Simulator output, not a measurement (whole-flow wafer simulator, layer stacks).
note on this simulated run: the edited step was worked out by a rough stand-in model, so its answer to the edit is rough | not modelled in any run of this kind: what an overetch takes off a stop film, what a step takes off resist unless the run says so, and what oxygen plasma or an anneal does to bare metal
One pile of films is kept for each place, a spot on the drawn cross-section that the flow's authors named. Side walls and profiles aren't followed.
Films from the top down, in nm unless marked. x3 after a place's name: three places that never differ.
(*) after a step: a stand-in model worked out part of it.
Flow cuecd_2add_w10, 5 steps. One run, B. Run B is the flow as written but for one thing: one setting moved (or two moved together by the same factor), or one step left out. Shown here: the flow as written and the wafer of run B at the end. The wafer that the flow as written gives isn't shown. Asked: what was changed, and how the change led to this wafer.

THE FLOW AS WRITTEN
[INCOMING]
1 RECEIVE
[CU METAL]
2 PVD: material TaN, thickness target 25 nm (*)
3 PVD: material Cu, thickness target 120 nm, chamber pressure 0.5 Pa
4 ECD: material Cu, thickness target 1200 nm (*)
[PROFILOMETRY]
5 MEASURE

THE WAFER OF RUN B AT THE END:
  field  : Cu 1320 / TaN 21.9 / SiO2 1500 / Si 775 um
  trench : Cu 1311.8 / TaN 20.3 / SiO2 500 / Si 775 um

The cause: step 2, PVD: thickness target 21.9 nm was run, where the flow has thickness target 25 nm.
It can be read off the wafer: field has TaN 21.9, and step 2 as written asks for 25 nm.

How the change led to this, step by step:
  2 PVD: material TaN, thickness target 25 nm (*)
      field: TaN +21.9 (new film) (as written it would be: TaN +25 (new film))
      trench: TaN +20.3 (new film) (as written it would be: TaN +23.2 (new film))
